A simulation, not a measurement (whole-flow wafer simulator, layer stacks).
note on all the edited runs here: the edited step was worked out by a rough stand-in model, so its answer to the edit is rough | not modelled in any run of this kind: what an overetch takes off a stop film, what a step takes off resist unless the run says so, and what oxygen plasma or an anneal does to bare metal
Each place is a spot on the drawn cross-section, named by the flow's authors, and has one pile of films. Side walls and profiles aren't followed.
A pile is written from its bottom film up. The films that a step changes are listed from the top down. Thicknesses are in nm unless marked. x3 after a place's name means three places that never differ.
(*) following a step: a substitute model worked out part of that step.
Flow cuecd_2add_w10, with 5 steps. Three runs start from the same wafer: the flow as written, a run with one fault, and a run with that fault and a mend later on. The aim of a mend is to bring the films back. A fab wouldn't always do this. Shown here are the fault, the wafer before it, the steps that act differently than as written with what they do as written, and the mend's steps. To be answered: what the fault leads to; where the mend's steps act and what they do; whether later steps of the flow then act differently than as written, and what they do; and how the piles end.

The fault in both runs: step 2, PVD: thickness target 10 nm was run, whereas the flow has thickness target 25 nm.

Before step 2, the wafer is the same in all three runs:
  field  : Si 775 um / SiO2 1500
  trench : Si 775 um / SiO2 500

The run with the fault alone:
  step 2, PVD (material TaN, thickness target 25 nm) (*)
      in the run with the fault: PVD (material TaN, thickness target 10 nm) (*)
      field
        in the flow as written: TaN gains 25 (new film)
        in the run with the fault: TaN gains 10 (new film)
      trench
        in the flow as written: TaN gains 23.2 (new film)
        in the run with the fault: TaN gains 9.27 (new film)
  Later steps of the flow that are run all act as written at every place that is followed.
  At field, trench, the piles at the end differ from the flow's by more than 2% or 0.5 nm, whichever is larger.
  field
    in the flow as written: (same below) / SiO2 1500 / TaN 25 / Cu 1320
    in the run with the fault: (same below) / SiO2 1500 / TaN 10 / Cu 1320
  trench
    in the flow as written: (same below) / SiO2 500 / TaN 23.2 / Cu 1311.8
    in the run with the fault: (same below) / SiO2 500 / TaN 9.27 / Cu 1311.8

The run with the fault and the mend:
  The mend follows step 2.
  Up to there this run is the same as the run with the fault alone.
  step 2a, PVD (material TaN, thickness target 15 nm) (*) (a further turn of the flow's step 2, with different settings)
      field
        TaN gains 15
      trench
        TaN gains 13.9
  Later steps of the flow that are run all act as written at every place that is followed.
  The piles end the same as the flow's at every place that both follow.
